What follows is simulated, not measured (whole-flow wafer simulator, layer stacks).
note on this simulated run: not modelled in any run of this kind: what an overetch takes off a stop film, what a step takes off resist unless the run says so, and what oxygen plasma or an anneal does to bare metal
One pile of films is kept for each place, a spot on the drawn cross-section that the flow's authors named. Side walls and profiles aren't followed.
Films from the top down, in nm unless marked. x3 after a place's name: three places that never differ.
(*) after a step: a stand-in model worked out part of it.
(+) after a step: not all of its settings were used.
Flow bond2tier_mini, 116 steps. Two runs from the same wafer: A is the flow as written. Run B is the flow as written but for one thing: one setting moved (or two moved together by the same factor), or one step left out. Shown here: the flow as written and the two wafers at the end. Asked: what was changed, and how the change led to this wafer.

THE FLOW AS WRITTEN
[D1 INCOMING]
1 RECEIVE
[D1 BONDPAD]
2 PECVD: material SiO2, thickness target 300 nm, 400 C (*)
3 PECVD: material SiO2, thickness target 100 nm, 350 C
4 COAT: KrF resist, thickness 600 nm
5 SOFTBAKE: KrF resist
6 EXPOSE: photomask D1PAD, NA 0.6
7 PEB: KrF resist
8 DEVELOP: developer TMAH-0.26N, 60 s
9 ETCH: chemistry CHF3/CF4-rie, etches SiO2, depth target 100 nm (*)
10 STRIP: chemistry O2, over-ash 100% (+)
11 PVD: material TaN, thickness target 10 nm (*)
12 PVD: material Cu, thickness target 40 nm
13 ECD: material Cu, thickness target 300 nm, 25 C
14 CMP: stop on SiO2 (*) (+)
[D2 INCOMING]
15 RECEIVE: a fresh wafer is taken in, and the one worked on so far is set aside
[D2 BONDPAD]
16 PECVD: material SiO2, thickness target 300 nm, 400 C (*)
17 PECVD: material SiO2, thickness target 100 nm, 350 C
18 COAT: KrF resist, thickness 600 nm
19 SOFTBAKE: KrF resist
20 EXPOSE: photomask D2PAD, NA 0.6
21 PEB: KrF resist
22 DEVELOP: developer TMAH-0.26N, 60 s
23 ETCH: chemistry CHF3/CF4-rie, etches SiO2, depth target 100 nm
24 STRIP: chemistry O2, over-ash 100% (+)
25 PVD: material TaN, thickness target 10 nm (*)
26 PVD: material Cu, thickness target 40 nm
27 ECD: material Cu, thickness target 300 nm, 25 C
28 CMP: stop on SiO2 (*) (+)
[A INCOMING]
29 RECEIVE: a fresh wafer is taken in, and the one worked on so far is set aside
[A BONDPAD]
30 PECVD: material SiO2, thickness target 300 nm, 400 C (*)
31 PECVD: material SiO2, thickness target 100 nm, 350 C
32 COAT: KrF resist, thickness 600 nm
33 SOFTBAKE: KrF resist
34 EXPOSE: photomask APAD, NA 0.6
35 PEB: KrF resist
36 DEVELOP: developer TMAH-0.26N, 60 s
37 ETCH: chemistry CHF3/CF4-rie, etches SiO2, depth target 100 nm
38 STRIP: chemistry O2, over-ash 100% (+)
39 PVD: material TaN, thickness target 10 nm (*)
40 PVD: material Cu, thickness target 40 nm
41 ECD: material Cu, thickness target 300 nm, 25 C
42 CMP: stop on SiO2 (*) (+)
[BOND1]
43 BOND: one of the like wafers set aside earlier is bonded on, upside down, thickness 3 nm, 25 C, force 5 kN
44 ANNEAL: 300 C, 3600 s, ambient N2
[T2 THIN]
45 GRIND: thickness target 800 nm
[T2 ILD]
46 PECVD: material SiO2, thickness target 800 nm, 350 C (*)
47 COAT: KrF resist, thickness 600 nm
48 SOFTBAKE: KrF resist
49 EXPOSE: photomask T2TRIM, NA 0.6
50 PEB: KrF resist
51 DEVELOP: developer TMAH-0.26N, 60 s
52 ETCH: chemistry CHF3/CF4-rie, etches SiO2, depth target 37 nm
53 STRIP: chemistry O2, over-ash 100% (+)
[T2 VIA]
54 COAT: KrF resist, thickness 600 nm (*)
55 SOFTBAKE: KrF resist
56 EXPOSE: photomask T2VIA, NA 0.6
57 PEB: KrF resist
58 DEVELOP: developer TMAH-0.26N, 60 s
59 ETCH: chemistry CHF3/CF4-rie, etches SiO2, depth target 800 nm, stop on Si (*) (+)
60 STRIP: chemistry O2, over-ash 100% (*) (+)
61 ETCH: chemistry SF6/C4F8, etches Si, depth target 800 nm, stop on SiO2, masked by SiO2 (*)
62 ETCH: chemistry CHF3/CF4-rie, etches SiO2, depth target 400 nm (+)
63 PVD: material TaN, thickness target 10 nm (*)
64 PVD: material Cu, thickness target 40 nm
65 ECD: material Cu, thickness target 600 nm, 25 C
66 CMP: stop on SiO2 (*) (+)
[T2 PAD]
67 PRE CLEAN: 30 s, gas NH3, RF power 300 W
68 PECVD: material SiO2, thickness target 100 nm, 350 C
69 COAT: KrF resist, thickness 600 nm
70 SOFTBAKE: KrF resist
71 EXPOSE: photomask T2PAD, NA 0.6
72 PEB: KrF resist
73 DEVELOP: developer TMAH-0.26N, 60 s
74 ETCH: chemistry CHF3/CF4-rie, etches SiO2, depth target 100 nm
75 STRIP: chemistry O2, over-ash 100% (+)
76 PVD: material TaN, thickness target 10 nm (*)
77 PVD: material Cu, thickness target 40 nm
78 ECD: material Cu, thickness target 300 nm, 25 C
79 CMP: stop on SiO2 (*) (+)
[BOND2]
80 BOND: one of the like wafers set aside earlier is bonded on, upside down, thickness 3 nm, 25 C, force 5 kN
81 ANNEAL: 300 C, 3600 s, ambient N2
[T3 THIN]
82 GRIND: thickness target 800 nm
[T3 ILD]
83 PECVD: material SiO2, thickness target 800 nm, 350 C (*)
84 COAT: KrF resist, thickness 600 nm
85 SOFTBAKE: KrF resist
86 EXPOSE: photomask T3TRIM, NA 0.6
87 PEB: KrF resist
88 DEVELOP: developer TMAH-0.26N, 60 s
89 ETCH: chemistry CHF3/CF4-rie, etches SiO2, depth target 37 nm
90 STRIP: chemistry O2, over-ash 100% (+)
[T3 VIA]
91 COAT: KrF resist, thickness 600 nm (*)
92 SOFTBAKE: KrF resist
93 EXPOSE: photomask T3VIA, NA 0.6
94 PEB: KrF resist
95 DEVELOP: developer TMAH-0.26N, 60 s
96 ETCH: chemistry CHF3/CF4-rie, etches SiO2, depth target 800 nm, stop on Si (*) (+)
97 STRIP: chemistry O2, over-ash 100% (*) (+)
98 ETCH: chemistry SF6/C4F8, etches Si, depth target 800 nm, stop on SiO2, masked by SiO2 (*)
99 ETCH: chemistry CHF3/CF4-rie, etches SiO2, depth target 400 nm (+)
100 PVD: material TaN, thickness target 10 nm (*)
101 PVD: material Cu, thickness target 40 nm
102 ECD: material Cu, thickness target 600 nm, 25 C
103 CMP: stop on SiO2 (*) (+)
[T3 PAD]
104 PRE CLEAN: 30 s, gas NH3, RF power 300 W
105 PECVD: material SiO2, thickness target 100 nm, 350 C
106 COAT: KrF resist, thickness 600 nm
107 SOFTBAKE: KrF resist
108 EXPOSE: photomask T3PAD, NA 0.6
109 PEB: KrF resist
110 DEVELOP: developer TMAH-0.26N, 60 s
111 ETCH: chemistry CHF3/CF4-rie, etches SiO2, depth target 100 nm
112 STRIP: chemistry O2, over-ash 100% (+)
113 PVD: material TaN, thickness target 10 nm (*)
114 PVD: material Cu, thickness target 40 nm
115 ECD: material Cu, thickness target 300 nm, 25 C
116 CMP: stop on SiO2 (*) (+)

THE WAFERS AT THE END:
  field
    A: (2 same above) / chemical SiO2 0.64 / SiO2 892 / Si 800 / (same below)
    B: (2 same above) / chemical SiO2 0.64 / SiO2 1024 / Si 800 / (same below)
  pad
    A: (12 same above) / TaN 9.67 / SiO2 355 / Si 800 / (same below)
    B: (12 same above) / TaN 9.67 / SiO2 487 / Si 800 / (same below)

The cause: step 62, ETCH: depth target 268 nm was run, where the flow has depth target 400 nm.

How the change led to this, step by step:
  62 ETCH: chemistry CHF3/CF4-rie, etches SiO2, depth target 400 nm (+)
      field, pad: A SiO2 -400 | B SiO2 -268
